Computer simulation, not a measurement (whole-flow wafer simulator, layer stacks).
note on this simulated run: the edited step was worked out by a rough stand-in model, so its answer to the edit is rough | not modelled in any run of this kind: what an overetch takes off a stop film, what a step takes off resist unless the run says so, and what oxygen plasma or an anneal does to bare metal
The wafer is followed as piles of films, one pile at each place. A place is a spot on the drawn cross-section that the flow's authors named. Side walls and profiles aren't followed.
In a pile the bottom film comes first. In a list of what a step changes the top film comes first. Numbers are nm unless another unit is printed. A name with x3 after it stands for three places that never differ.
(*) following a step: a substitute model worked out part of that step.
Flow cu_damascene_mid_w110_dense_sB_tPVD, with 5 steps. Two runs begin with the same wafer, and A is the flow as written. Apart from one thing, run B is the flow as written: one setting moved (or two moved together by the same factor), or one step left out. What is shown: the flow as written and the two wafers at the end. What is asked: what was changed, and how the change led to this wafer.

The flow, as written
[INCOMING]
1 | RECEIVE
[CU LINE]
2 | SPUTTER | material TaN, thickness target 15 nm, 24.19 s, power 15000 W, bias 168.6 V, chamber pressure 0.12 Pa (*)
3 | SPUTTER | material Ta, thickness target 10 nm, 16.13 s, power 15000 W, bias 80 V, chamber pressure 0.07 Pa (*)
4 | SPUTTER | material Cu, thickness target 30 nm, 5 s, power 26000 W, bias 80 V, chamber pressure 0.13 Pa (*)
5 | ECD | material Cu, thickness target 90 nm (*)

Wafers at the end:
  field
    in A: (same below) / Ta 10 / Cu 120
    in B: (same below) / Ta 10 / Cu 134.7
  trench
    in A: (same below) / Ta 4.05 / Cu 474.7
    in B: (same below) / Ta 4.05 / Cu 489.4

The reason: step 5, ECD: thickness target 104.7 nm was run, while the flow as written has thickness target 90 nm.

Step by step, how the change led to this:
  5 | ECD | material Cu, thickness target 90 nm (*)
      field: A +90 Cu | B +104.7 Cu
      trench: A +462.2 Cu | B +476.9 Cu
